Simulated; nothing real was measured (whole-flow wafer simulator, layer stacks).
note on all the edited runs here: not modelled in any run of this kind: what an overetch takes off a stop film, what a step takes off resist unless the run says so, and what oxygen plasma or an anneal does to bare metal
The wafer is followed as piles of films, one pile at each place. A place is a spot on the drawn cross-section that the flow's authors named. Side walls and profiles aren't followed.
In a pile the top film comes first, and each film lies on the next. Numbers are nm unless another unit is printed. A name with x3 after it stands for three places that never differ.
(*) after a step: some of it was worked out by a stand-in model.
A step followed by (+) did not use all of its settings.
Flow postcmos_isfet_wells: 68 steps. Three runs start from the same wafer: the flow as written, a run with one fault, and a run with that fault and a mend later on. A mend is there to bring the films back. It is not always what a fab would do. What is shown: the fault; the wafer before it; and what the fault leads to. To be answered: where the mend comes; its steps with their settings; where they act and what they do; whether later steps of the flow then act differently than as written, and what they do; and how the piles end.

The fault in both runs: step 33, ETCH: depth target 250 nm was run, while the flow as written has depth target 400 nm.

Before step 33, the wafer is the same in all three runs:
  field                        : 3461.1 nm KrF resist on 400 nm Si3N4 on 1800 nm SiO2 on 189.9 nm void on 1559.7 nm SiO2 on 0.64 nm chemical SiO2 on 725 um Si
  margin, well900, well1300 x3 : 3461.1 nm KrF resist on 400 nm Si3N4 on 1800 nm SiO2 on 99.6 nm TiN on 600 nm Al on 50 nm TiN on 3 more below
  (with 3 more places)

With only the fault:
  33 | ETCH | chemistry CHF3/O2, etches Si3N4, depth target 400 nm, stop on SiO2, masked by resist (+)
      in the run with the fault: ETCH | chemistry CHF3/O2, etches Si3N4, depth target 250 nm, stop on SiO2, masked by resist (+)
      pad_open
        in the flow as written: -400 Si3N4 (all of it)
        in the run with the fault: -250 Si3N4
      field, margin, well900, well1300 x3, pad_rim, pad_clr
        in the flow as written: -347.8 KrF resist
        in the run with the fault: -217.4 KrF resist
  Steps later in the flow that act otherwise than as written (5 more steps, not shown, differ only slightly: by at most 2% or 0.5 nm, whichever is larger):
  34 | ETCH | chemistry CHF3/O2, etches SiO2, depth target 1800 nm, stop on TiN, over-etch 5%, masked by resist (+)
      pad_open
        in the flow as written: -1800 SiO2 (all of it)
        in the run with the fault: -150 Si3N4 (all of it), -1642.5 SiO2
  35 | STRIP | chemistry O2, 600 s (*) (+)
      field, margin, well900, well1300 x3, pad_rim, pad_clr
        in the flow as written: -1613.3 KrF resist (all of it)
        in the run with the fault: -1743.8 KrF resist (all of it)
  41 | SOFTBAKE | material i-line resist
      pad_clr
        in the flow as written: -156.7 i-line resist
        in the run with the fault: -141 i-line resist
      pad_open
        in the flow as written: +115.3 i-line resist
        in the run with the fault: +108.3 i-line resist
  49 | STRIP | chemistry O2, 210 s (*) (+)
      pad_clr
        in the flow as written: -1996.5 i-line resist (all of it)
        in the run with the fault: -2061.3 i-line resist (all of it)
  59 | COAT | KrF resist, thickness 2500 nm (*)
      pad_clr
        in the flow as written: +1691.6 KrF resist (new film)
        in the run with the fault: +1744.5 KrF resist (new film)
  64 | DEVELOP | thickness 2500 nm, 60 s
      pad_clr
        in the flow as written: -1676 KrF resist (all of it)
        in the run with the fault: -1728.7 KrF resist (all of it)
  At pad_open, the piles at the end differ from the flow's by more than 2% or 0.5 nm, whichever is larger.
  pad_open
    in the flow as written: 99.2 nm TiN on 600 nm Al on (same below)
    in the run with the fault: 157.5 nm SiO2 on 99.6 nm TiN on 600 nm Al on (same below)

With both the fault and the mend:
  After step 33 comes the mend.
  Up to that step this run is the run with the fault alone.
  33a | ETCH | chemistry CHF3/O2, etches Si3N4, depth target 150 nm, stop on SiO2, masked by resist (the flow's step 33, run once more with other settings)
      field, margin, well900, well1300 x3, pad_rim, pad_clr
        -130.4 KrF resist
      pad_open
        -150 Si3N4 (all of it)
  Every later step of the flow that is run acts as written at every place that is followed.
  The piles end the same as the flow's at every place that both follow.
